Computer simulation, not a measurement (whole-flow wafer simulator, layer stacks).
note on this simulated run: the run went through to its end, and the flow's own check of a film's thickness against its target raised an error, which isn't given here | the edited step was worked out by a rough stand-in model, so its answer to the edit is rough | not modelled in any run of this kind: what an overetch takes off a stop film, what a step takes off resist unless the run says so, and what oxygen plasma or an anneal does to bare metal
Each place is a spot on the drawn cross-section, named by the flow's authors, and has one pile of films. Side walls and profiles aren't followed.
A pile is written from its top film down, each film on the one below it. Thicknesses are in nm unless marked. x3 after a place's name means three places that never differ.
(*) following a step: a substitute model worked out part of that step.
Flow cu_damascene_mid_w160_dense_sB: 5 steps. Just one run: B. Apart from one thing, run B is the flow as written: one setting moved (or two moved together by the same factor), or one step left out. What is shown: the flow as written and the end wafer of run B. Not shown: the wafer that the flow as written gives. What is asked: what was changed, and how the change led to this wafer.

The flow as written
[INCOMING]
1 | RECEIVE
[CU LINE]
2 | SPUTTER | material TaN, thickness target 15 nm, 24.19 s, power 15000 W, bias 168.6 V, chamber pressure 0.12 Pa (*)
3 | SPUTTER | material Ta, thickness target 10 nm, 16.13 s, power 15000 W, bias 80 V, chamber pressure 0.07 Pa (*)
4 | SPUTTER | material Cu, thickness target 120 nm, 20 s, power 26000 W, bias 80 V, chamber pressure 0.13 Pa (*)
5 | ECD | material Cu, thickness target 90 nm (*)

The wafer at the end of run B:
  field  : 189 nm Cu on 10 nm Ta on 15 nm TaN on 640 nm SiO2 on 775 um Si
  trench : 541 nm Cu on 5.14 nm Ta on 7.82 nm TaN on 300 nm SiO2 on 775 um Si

The reason: step 4, SPUTTER: thickness target 99 nm was run, while the flow as written has thickness target 120 nm; step 4, SPUTTER: 16.5 s was run, where the flow has 20 s.

How this came from the change, step by step:
  4 | SPUTTER | material Cu, thickness target 120 nm, 20 s, power 26000 W, bias 80 V, chamber pressure 0.13 Pa (*)
      field: Cu gains 99 (new film) (it would be, as written: Cu gains 120 (new film))
      trench: Cu gains 51.2 (new film) (it would be, as written: Cu gains 62 (new film))
  5 | ECD | material Cu, thickness target 90 nm (*)
      trench: Cu gains 489.9 (it would be, as written: Cu gains 500)
